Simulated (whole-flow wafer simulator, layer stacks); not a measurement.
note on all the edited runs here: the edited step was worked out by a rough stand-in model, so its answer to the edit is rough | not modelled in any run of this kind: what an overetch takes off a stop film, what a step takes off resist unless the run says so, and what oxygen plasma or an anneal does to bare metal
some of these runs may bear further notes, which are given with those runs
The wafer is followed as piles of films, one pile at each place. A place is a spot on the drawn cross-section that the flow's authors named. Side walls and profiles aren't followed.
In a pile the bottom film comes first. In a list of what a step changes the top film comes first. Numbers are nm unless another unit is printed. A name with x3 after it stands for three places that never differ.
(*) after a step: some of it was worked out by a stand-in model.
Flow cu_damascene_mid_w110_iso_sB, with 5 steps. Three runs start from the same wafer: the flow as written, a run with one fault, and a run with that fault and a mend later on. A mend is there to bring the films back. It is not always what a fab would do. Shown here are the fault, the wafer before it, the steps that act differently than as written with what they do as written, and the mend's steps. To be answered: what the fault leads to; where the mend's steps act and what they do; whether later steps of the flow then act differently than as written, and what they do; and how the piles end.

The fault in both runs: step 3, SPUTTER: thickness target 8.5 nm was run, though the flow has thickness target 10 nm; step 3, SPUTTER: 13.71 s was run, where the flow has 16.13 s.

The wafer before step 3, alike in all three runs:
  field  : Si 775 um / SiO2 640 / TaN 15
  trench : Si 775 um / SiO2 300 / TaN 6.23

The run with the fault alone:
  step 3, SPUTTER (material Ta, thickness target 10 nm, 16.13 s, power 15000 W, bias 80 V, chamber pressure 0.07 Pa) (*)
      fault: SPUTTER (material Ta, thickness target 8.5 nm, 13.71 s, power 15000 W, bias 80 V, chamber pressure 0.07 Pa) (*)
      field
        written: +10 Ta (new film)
        fault: +8.5 Ta (new film)
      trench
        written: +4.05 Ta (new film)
        fault: +3.44 Ta (new film)
  Later steps of the flow that are run all act as written at every place that is followed, up to a difference of at most 2% or 0.5 nm, whichever is larger.
  The piles end different from the flow's at field, trench by more than 2% or 0.5 nm, whichever is larger.
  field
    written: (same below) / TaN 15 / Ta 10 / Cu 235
    fault: (same below) / TaN 15 / Ta 8.5 / Cu 235
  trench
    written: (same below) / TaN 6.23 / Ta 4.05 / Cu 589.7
    fault: (same below) / TaN 6.23 / Ta 3.44 / Cu 588.8

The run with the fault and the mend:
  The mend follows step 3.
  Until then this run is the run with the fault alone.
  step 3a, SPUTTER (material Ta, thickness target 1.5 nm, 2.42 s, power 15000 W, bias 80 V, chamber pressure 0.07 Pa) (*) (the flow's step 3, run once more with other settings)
      field
        +1.5 Ta
      trench
        +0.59 Ta
  Later steps of the flow that are run all act as written at every place that is followed.
  When the end is reached, the piles differ only a little from the flow's at the places that both follow, at most by 2% or 0.5 nm, whichever is larger.
